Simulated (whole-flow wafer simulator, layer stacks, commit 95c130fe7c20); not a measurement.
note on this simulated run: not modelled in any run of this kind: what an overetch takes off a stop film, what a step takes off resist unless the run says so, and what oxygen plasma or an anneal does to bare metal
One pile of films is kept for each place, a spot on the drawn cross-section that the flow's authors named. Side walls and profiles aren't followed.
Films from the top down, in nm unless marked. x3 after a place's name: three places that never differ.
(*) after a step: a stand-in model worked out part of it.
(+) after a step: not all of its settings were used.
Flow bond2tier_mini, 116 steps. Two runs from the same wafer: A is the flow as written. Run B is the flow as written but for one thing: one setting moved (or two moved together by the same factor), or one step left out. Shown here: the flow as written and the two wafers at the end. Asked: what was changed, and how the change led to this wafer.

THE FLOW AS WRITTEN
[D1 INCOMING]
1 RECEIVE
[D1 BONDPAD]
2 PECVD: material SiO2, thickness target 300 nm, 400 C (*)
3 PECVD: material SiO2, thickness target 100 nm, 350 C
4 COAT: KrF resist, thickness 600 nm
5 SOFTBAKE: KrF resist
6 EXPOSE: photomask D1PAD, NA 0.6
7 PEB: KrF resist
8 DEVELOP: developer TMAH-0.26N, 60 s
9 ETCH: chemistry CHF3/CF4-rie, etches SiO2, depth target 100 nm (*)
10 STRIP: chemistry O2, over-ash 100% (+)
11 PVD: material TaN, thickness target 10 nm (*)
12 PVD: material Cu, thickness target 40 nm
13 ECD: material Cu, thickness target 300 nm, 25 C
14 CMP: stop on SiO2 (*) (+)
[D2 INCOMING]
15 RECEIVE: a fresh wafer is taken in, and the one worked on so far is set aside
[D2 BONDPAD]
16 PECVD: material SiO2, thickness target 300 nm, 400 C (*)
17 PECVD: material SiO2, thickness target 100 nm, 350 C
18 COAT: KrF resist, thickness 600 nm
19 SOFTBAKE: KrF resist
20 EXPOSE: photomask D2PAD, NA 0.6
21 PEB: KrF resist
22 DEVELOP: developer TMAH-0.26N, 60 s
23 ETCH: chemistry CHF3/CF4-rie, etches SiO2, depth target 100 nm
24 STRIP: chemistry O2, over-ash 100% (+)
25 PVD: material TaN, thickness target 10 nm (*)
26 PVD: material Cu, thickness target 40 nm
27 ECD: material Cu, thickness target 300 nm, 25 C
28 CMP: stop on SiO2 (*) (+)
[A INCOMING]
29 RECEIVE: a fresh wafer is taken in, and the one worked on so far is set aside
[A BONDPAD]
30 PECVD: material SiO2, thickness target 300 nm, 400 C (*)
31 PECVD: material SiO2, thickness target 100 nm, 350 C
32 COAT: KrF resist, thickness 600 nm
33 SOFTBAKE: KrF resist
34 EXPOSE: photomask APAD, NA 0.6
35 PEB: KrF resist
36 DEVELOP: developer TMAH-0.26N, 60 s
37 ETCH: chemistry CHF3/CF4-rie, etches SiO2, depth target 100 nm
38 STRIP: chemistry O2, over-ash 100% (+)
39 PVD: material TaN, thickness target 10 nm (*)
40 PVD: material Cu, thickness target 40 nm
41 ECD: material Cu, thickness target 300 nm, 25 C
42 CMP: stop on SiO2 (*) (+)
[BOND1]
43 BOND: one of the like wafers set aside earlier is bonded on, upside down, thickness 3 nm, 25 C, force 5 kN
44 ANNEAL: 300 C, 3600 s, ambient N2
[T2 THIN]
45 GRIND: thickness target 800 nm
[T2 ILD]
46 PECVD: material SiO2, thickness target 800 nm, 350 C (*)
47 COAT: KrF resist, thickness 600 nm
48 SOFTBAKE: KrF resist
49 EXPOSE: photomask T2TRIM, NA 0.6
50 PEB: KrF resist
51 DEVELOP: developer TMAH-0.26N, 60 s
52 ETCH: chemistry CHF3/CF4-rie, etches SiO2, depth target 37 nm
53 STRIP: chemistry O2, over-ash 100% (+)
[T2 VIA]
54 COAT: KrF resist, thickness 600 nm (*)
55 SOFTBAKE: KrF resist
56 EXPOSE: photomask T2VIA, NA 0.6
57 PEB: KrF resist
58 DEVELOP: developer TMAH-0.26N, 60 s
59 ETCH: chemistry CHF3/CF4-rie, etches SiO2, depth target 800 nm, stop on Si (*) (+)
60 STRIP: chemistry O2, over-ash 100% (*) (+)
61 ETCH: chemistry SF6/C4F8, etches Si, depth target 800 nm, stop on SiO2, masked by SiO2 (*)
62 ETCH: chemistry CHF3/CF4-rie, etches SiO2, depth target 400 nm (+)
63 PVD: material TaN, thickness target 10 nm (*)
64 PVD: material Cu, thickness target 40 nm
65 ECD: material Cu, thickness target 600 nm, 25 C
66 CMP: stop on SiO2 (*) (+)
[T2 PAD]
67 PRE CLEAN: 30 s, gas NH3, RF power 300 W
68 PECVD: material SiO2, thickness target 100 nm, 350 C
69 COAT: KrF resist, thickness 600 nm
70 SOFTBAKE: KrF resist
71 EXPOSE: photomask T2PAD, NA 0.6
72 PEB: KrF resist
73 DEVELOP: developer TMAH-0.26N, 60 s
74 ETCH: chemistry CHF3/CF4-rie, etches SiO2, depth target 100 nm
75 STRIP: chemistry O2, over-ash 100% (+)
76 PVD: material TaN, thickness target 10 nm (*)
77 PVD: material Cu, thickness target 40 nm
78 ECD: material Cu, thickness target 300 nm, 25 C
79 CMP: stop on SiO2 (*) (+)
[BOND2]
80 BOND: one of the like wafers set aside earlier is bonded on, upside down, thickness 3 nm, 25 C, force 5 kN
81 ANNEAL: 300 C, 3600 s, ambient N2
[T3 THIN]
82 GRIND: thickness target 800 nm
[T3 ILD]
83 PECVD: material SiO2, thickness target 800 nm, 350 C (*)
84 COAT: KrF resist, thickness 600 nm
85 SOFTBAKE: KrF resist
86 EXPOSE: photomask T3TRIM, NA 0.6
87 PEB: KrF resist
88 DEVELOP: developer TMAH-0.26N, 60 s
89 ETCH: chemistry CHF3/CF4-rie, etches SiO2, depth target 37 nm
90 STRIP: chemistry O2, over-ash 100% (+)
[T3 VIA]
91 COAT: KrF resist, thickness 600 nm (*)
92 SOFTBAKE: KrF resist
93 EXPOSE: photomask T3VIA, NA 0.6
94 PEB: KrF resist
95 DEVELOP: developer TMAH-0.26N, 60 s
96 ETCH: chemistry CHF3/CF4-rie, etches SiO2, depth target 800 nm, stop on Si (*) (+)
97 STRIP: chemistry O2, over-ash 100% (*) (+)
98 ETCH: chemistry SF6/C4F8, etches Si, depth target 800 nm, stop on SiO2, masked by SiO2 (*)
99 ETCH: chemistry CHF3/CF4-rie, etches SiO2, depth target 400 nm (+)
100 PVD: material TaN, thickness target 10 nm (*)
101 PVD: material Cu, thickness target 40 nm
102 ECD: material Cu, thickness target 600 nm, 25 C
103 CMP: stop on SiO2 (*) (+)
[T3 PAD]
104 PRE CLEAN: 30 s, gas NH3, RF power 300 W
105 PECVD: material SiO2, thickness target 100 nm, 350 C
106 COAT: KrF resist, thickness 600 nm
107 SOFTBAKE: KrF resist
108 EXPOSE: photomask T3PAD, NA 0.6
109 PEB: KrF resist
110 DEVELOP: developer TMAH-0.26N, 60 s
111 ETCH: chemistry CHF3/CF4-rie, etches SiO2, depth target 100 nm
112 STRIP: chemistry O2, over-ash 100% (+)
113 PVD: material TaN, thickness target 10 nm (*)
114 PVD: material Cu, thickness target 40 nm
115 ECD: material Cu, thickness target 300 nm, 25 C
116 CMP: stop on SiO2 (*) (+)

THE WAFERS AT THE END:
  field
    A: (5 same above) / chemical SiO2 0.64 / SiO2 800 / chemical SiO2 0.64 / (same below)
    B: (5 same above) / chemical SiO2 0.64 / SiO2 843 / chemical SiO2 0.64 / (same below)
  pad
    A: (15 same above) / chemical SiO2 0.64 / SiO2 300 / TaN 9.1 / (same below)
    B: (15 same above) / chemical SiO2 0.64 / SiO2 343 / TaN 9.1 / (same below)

The cause: step 3, PECVD: thickness target 143 nm was run, where the flow has thickness target 100 nm.

How the change led to this, step by step:
  3 PECVD: material SiO2, thickness target 100 nm, 350 C
      field, pad, via: A SiO2 +100 | B SiO2 +143
  43 BOND: one of the like wafers set aside earlier is bonded on, upside down, thickness 3 nm, 25 C, force 5 kN
      field: A Si +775 um (new film), chemical SiO2 +0.64 (new film), SiO2 +400 | B Si +775 um (new film), chemical SiO2 +0.64 (new film), SiO2 +443
      pad: A Si +775 um (new film), chemical SiO2 +0.64 (new film), SiO2 +300 (new film), TaN +9.1 (new film), Cu +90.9 | B Si +775 um (new film), chemical SiO2 +0.64 (new film), SiO2 +343 (new film), TaN +9.1 (new film), Cu +90.9
      (and at 1 more place)
